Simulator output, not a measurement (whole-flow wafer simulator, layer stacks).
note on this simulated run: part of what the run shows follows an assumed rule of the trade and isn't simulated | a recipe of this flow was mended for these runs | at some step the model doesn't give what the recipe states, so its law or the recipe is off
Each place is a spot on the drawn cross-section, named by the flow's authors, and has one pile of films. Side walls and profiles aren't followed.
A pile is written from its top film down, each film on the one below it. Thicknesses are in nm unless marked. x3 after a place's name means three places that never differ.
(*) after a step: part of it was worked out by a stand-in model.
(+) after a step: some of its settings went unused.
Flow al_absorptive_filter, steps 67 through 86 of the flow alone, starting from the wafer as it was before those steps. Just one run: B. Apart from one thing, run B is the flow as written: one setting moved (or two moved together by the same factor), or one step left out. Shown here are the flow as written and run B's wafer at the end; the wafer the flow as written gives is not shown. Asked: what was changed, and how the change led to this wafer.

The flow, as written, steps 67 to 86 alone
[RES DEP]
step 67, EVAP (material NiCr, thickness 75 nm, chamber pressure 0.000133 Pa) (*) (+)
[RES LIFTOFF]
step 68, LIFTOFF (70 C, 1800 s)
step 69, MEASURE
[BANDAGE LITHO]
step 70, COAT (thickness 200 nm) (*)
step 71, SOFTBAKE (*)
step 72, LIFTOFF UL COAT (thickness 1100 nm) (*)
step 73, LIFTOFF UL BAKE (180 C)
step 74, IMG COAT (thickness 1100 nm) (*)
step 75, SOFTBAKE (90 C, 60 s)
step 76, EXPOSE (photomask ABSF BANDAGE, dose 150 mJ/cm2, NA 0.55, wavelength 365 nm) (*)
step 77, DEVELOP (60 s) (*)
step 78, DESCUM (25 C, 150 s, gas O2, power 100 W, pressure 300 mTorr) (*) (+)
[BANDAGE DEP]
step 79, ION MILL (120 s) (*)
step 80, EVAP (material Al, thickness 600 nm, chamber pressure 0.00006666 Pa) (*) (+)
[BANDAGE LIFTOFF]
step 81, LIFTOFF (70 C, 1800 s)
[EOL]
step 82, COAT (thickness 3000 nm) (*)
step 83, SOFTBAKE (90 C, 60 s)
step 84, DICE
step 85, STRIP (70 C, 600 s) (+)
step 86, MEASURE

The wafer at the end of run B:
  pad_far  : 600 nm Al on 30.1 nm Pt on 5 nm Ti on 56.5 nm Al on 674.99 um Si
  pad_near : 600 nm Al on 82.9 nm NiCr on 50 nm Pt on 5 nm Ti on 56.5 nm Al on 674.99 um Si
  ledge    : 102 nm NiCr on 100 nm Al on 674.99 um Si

The reason: step 67, EVAP: thickness 102 nm was run, while the flow as written has thickness 75 nm; step 79, ION MILL: 163 s was run, where the flow has 120 s.
One can read it off the wafer: ledge has NiCr 102, and step 67 as written asks for 75 nm.

Step by step, how the change led to this:
  step 67, EVAP (material NiCr, thickness 75 nm, chamber pressure 0.000133 Pa) (*) (+)
      gnd, pad_far, ledge and 9 more: +102 NiCr (new film) (as written it would have been: +75 NiCr (new film))
      pad_near, res: +100.9 NiCr (new film) (as written it would have been: +74.2 NiCr (new film))
  step 68, LIFTOFF (70 C, 1800 s)
      xa_field, xl_land, idc_field: -102 NiCr (all of it), -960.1 i-line-resist (all of it), -1100 lift-off-underlayer (all of it), -200 acrylic-e-beam-resist (all of it) (as written it would have been: -75 NiCr (all of it), -960.1 i-line-resist (all of it), -1100 lift-off-underlayer (all of it), -200 acrylic-e-beam-resist (all of it))
      gnd: -102 NiCr (all of it), -959.5 i-line-resist (all of it), -1100.9 lift-off-underlayer (all of it), -200.6 acrylic-e-beam-resist (all of it) (as written it would have been: -75 NiCr (all of it), -959.5 i-line-resist (all of it), -1100.9 lift-off-underlayer (all of it), -200.6 acrylic-e-beam-resist (all of it))
      (and at 7 other places as well)
  step 70, COAT (thickness 200 nm) (*)
      res: +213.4 acrylic-e-beam-resist (new film) (as written it would have been: +218.1 acrylic-e-beam-resist (new film))
  step 79, ION MILL (120 s) (*)
      gnd, ledge, res and 9 more: -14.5 i-line-resist (as written it would have been: -10.7 i-line-resist)
      pad_far: -19.9 Pt (as written it would have been: -14.7 Pt)
      (and at 1 other place as well)
  step 81, LIFTOFF (70 C, 1800 s)
      res: -600 Al (all of it), -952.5 i-line-resist (all of it), -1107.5 lift-off-underlayer (all of it), -213.4 acrylic-e-beam-resist (all of it) (as written it would have been: -600 Al (all of it), -964.1 i-line-resist (all of it), -1118.2 lift-off-underlayer (all of it), -218.1 acrylic-e-beam-resist (all of it))
  step 83, SOFTBAKE (90 C, 60 s)
      gnd: +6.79 i-line-resist (as written it would have been: +6.13 i-line-resist)
      pad_near: -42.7 i-line-resist (as written it would have been: -41.1 i-line-resist)
      (and at 2 other places as well)
